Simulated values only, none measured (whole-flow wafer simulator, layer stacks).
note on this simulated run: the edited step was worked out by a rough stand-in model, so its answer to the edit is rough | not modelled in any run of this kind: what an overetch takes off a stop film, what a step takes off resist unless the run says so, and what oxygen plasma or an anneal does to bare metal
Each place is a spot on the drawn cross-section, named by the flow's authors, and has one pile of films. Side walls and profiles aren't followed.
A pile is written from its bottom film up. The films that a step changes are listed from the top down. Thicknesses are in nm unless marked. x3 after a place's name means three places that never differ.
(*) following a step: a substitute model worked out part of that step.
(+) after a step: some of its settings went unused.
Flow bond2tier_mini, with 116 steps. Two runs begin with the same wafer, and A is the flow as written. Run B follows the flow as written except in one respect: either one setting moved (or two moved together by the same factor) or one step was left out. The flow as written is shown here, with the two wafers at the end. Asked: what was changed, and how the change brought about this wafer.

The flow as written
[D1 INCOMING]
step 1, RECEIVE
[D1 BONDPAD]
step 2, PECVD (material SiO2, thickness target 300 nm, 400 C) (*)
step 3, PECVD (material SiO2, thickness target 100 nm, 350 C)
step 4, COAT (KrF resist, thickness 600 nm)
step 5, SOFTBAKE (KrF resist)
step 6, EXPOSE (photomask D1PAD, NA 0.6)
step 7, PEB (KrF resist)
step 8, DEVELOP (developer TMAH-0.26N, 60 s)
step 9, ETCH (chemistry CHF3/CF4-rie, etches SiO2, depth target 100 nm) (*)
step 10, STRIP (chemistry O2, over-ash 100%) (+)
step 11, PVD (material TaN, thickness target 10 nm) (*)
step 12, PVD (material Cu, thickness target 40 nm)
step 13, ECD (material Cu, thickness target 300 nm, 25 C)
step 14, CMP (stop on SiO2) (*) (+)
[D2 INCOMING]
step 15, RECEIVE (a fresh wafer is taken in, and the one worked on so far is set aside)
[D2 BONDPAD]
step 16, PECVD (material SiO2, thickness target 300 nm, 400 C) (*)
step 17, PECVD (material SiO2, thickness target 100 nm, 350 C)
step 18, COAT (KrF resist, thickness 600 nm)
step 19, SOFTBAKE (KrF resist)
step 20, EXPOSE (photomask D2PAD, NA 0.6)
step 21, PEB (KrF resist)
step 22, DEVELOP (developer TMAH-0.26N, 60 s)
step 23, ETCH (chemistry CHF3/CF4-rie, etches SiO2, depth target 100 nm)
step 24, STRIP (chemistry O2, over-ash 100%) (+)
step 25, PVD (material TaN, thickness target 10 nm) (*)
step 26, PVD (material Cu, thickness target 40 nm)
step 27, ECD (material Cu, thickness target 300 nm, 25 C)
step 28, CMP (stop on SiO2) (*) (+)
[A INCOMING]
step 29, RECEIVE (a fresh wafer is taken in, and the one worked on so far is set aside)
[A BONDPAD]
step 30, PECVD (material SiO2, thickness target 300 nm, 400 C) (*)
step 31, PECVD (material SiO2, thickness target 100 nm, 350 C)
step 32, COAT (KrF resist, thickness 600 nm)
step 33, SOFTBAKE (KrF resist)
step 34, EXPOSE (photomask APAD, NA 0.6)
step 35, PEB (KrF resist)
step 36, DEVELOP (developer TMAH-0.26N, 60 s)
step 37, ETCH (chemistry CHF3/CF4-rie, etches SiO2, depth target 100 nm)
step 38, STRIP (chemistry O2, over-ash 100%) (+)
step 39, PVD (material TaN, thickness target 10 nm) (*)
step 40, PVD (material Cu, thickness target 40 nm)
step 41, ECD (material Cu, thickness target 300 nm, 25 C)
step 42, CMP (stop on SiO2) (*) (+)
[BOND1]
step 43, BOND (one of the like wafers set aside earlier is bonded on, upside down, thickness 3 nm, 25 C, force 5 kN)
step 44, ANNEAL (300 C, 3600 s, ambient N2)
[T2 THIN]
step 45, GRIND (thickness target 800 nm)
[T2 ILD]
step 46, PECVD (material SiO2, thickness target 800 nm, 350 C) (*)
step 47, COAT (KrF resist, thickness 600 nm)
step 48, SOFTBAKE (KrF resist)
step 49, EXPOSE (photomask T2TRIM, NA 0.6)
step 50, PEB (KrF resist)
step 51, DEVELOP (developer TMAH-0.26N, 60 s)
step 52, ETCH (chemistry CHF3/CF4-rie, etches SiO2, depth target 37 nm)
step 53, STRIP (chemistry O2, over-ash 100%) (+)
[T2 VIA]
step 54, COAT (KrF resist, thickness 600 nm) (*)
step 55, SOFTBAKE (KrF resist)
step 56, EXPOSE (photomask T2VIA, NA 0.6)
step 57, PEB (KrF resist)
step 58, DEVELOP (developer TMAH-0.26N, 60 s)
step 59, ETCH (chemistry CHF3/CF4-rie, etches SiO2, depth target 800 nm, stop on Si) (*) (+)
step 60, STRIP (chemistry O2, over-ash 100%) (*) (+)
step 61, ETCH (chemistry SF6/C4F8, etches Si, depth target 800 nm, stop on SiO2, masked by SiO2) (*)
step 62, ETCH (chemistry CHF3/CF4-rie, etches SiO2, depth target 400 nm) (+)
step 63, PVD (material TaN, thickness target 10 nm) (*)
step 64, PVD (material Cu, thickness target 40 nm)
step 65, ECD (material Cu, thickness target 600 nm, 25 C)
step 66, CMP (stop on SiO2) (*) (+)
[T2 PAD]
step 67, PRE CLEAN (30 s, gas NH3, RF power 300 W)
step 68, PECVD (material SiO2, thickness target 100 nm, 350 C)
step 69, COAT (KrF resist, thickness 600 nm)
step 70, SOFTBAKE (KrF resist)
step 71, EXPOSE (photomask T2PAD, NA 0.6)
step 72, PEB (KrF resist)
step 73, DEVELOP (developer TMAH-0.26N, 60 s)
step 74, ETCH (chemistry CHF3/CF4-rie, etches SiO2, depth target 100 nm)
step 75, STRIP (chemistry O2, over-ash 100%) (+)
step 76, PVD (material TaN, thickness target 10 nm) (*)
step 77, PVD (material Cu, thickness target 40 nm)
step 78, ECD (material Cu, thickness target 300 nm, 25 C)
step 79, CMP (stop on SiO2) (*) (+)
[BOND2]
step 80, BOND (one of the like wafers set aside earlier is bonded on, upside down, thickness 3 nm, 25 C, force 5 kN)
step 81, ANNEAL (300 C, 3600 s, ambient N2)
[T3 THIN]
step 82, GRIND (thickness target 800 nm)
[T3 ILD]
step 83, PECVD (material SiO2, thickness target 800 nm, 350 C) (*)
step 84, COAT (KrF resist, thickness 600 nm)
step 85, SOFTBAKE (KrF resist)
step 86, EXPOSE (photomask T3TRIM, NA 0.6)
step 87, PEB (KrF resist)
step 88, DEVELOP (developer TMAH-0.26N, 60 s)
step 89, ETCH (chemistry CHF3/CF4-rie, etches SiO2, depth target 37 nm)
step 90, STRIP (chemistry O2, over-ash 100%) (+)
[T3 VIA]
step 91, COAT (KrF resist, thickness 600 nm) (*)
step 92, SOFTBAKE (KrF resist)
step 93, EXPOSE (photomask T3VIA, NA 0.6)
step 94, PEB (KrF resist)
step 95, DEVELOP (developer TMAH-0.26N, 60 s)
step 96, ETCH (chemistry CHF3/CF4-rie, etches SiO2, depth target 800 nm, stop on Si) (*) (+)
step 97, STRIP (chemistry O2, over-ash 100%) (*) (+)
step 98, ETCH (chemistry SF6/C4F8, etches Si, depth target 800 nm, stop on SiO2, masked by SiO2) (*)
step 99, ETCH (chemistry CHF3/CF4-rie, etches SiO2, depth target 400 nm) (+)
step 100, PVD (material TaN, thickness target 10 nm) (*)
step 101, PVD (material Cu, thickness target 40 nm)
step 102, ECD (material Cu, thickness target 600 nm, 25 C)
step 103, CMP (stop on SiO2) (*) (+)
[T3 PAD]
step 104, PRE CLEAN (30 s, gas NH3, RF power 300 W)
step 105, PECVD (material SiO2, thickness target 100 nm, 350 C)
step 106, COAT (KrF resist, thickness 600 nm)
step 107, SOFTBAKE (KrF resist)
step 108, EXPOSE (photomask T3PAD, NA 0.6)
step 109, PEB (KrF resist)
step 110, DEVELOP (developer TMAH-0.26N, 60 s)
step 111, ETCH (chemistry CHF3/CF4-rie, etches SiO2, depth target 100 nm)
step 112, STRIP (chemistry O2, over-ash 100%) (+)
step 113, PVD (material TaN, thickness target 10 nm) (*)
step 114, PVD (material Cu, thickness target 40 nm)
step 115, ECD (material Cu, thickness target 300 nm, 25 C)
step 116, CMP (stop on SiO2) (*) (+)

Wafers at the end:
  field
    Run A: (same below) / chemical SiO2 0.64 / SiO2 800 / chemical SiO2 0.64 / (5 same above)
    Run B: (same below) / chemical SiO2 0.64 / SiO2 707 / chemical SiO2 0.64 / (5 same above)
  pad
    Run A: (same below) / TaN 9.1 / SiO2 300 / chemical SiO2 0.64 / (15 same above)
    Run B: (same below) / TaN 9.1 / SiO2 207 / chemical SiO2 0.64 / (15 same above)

Cause: step 2, PECVD: thickness target 207 nm was run, though the flow has thickness target 300 nm.
The wafer lets one read it off: pad has SiO2 207, and step 2 as written asks for 300 nm.

Step by step, how the change led to this:
  step 2, PECVD (material SiO2, thickness target 300 nm, 400 C) (*)
      field, pad, via: A SiO2 gains 300 (new film) | B SiO2 gains 207 (new film)
  step 43, BOND (one of the like wafers set aside earlier is bonded on, upside down, thickness 3 nm, 25 C, force 5 kN)
      field: A Si gains 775 um (new film), chemical SiO2 gains 0.64 (new film), SiO2 gains 400 | B Si gains 775 um (new film), chemical SiO2 gains 0.64 (new film), SiO2 gains 307
      pad: A Si gains 775 um (new film), chemical SiO2 gains 0.64 (new film), SiO2 gains 300 (new film), TaN gains 9.1 (new film), Cu gains 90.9 | B Si gains 775 um (new film), chemical SiO2 gains 0.64 (new film), SiO2 gains 207 (new film), TaN gains 9.1 (new film), Cu gains 90.9
      (also at 1 further place)
